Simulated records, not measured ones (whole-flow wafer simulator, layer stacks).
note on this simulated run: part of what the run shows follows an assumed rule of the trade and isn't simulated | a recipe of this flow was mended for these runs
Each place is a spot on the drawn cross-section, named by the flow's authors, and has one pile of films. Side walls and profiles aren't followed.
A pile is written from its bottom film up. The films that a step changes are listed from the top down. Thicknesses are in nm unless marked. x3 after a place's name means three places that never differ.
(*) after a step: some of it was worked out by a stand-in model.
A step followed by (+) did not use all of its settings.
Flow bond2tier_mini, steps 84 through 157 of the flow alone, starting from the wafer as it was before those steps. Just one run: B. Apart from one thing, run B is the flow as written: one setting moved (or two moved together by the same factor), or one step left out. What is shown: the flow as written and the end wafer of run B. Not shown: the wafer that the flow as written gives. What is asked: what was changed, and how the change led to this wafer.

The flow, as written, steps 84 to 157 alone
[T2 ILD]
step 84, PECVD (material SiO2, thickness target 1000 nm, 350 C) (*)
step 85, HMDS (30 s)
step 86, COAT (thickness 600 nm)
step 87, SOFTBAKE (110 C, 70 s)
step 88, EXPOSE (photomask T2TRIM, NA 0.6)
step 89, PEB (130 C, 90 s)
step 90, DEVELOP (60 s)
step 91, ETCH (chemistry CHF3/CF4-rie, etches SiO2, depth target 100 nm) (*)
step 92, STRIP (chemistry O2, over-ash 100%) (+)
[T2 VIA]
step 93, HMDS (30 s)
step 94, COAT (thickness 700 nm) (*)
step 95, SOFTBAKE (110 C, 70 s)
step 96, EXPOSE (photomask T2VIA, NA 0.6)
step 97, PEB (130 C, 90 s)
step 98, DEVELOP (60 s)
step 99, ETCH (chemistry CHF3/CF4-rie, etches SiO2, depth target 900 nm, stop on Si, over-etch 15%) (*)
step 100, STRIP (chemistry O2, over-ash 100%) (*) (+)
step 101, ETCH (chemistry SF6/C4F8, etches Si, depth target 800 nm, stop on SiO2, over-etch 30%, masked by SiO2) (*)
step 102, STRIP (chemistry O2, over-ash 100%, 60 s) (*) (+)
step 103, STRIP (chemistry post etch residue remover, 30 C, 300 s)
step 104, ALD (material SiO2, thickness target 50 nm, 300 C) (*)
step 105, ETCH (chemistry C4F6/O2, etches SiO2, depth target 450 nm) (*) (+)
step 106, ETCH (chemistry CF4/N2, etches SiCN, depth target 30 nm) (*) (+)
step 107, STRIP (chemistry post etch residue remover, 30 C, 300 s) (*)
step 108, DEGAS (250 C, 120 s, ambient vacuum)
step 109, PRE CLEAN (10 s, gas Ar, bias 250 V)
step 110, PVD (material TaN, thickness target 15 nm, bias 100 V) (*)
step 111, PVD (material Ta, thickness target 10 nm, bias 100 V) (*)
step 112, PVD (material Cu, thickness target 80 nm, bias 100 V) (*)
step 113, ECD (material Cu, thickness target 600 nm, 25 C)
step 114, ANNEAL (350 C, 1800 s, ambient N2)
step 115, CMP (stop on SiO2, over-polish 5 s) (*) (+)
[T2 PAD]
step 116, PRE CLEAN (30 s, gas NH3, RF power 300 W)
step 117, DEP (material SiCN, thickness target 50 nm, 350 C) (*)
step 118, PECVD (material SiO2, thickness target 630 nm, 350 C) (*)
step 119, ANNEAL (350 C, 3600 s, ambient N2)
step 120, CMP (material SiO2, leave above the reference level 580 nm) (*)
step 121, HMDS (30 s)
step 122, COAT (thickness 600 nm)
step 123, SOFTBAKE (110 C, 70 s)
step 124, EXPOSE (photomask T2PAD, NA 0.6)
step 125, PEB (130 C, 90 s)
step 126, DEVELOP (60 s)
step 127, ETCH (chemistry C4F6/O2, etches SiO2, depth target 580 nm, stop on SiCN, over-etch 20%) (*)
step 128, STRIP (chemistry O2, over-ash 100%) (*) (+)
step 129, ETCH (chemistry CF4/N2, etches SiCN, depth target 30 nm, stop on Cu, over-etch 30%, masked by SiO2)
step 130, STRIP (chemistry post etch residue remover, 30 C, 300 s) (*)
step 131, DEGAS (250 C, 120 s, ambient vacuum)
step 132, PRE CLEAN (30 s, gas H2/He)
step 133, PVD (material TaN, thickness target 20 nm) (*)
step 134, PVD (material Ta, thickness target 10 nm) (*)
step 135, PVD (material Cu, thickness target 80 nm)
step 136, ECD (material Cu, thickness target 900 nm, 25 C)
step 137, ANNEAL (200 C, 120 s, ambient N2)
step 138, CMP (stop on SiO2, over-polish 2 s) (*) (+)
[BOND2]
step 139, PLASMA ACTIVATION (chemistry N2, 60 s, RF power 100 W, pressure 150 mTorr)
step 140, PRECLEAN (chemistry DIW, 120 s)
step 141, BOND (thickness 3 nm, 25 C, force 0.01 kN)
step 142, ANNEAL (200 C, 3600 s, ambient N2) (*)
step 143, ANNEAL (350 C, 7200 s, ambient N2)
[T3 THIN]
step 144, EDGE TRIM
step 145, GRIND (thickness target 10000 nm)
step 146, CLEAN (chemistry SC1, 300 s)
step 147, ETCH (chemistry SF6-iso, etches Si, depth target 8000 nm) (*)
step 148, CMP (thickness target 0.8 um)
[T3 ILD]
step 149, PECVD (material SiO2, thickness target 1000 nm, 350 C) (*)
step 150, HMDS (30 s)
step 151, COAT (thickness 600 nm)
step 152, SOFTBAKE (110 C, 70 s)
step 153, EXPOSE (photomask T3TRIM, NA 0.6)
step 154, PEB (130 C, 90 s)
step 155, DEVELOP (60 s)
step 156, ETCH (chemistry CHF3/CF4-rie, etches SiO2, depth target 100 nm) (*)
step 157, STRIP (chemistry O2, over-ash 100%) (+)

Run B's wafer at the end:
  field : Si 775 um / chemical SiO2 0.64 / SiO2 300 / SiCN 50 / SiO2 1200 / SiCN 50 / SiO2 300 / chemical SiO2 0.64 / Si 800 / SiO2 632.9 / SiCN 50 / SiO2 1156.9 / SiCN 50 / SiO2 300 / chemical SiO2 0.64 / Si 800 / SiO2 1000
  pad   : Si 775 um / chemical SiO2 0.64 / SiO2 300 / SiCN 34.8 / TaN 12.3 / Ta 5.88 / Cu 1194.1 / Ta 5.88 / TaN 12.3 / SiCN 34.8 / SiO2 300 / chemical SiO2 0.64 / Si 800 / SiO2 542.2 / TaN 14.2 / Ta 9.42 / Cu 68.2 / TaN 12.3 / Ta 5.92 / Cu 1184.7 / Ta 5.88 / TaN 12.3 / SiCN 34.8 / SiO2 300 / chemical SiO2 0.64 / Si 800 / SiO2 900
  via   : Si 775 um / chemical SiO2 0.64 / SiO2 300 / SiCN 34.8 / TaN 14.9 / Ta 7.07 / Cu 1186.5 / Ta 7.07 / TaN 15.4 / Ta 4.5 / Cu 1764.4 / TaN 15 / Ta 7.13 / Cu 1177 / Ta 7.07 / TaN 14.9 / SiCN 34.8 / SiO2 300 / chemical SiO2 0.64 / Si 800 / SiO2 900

What caused this: step 84, PECVD: thickness target 1076 nm was run, though the flow has thickness target 1000 nm.

The path from the change to this, step by step:
  step 84, PECVD (material SiO2, thickness target 1000 nm, 350 C) (*)
      field, pad, via: SiO2 gains 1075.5 (new film) (in the flow as written it would be: SiO2 gains 1000 (new film))
  step 99, ETCH (chemistry CHF3/CF4-rie, etches SiO2, depth target 900 nm, stop on Si, over-etch 15%) (*)
      via: SiO2 loses 975.5 (all of it), Si loses 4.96 (in the flow as written it would be: SiO2 loses 900 (all of it), Si loses 11.2)
  step 112, PVD (material Cu, thickness target 80 nm, bias 100 V) (*)
      via: Cu gains 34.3 (new film) (in the flow as written it would be: Cu gains 35 (new film))
  step 113, ECD (material Cu, thickness target 600 nm, 25 C)
      via: Cu gains 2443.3 (in the flow as written it would be: Cu gains 2367)
